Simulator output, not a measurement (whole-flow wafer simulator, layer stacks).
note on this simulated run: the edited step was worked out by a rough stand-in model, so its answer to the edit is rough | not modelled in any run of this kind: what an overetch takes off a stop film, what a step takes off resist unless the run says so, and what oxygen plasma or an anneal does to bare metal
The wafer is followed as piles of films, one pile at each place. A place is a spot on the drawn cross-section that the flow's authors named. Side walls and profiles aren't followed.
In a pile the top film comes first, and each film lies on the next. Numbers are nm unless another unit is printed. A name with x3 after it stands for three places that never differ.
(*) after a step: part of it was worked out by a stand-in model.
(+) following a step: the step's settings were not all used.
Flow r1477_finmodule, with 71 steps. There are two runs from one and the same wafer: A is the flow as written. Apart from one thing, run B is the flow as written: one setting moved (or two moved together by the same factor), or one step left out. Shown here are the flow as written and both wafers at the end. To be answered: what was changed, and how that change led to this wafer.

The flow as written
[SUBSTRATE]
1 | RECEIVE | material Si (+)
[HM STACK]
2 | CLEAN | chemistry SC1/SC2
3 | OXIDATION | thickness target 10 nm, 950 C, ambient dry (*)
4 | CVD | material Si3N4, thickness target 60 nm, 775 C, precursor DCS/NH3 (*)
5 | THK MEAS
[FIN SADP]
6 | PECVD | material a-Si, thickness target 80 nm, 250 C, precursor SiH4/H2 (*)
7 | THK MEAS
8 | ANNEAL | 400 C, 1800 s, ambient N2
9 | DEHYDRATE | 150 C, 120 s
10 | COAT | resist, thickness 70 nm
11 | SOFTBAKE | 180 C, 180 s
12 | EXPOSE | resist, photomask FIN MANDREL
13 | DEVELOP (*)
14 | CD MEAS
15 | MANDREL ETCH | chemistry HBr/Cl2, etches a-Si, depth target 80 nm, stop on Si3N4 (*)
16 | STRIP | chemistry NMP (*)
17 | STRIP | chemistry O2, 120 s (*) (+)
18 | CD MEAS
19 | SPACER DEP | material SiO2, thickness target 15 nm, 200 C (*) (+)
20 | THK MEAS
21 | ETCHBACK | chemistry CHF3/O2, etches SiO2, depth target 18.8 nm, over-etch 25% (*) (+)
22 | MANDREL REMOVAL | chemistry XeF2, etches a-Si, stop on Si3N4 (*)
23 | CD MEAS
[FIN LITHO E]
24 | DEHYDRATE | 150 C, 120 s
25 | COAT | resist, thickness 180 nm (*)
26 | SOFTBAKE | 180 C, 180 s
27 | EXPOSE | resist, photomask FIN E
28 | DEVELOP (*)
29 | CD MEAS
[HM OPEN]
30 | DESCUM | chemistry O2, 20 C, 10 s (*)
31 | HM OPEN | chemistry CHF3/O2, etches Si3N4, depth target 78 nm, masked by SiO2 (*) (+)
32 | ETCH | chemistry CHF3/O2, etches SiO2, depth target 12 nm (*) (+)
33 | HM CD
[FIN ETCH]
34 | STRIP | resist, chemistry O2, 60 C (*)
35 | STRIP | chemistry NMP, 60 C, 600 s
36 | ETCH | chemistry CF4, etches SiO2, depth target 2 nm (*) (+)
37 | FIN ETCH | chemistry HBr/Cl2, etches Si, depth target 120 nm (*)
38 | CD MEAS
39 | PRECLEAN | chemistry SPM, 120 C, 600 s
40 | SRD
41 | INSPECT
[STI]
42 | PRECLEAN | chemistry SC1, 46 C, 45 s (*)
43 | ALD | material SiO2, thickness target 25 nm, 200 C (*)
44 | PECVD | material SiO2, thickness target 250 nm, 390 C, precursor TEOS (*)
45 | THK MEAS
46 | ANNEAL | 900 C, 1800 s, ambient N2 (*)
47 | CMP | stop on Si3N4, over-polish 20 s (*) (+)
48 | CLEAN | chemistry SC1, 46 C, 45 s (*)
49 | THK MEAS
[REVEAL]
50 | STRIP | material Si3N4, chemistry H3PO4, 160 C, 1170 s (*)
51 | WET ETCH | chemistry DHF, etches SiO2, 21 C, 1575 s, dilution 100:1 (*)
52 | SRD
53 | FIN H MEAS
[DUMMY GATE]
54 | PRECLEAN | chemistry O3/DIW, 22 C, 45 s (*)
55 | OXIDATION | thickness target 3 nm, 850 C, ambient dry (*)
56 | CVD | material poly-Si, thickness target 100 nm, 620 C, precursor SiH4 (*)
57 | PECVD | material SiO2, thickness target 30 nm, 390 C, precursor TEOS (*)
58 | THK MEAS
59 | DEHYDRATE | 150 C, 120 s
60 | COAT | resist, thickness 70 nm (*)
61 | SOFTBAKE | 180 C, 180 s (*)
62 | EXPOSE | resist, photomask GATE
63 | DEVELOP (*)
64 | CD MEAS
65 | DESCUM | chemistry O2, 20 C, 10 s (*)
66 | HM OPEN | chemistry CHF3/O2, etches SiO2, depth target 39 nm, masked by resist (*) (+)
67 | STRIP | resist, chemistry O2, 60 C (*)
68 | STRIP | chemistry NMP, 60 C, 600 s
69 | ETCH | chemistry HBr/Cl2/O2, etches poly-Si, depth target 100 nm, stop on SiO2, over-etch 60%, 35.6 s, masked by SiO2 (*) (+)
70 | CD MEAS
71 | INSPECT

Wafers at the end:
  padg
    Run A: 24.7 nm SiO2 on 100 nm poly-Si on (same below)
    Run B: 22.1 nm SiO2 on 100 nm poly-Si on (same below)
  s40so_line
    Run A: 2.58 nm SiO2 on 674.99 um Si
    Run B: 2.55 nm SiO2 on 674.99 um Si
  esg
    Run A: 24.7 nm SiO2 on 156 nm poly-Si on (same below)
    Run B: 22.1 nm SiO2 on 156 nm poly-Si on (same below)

What caused this: step 57, PECVD: thickness target 27.4 nm was run, though the flow has thickness target 30 nm.

How this came from the change, step by step:
  57 | PECVD | material SiO2, thickness target 30 nm, 390 C, precursor TEOS (*)
      pad, padg, elg and 33 more: A +30 SiO2 (new film) | B +27.4 SiO2 (new film)
  66 | HM OPEN | chemistry CHF3/O2, etches SiO2, depth target 39 nm, masked by resist (*) (+)
      pad, elo, eso and 15 more: A -30 SiO2 (all of it), -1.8 poly-Si | B -27.4 SiO2 (all of it), -2.32 poly-Si
